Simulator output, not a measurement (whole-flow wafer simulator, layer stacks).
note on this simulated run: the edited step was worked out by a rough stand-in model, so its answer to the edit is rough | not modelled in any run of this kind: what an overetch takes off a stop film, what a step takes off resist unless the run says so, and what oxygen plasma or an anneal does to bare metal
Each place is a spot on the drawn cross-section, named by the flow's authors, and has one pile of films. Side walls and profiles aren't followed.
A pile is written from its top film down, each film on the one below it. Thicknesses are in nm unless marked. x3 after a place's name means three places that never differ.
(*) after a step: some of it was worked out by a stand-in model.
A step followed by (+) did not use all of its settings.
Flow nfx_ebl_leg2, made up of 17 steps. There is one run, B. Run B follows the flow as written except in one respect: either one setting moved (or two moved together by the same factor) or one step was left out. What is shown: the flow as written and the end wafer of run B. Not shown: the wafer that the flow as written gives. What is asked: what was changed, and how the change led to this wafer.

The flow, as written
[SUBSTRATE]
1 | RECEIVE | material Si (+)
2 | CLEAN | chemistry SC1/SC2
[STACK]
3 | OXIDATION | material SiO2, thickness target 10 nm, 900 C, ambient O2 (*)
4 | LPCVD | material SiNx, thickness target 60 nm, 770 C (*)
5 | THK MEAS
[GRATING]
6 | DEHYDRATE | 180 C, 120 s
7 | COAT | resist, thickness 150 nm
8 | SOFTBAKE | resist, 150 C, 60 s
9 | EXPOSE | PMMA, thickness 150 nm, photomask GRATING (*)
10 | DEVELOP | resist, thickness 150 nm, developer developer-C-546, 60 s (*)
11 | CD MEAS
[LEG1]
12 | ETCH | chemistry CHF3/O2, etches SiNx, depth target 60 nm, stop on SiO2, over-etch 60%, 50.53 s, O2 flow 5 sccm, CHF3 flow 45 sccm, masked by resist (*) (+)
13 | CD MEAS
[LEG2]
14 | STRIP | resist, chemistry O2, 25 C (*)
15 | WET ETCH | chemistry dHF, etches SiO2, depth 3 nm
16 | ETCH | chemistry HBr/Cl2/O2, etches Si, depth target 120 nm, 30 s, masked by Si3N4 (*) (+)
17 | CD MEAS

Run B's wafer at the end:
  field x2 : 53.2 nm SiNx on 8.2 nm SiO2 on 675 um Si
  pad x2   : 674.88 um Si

What caused this: step 3, OXIDATION: thickness target 8.2 nm was run, though the flow has thickness target 10 nm.
One can read it off the wafer: field x2 has SiO2 8.2, and step 3 as written asks for 10 nm.

The path from the change to this, step by step:
  3 | OXIDATION | material SiO2, thickness target 10 nm, 900 C, ambient O2 (*)
      field x2, pad x2: SiO2 gains 8.2 (new film), chemical SiO2 loses 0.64 (all of it), Si loses 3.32 (in the flow as written it would be: SiO2 gains 10 (new film), chemical SiO2 loses 0.64 (all of it), Si loses 4.12)
  12 | ETCH | chemistry CHF3/O2, etches SiNx, depth target 60 nm, stop on SiO2, over-etch 60%, 50.53 s, O2 flow 5 sccm, CHF3 flow 45 sccm, masked by resist (*) (+)
      pad x2: SiNx loses 60 (all of it), SiO2 loses 8.2 (all of it) (in the flow as written it would be: SiNx loses 60 (all of it), SiO2 loses 10 (all of it))
